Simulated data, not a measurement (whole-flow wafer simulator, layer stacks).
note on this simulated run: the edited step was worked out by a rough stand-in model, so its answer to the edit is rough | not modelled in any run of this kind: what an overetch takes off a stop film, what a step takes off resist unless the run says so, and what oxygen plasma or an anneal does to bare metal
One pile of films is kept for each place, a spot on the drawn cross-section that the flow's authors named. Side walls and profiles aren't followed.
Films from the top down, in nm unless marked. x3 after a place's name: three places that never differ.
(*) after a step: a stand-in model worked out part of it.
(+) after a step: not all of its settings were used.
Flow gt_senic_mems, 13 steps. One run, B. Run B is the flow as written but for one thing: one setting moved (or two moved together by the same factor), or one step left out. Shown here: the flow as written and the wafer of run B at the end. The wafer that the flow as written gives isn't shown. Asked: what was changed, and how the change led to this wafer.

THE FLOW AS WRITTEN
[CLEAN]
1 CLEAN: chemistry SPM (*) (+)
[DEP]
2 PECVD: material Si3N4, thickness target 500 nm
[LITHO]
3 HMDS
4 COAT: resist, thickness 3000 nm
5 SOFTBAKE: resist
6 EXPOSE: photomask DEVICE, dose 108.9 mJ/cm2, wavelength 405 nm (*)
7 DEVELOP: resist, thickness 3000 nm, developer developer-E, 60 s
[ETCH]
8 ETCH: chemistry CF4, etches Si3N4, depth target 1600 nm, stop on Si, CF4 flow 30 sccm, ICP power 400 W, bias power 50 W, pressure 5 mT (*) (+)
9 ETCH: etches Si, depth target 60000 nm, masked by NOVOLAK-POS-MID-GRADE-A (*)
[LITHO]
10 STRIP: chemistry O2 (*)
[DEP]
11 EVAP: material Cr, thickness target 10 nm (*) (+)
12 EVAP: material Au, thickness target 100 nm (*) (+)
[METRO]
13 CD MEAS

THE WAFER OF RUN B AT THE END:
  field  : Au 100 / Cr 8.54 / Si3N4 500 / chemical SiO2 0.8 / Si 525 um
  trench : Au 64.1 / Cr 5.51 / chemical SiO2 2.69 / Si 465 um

The cause: step 11, EVAP: thickness target 8.54 nm was run, where the flow has thickness target 10 nm.
It can be read off the wafer: field has Cr 8.54, and step 11 as written asks for 10 nm.

How the change led to this, step by step:
  11 EVAP: material Cr, thickness target 10 nm (*) (+)
      field: Cr +8.54 (new film) (as written it would be: Cr +10 (new film))
      trench: Cr +5.51 (new film) (as written it would be: Cr +6.45 (new film))
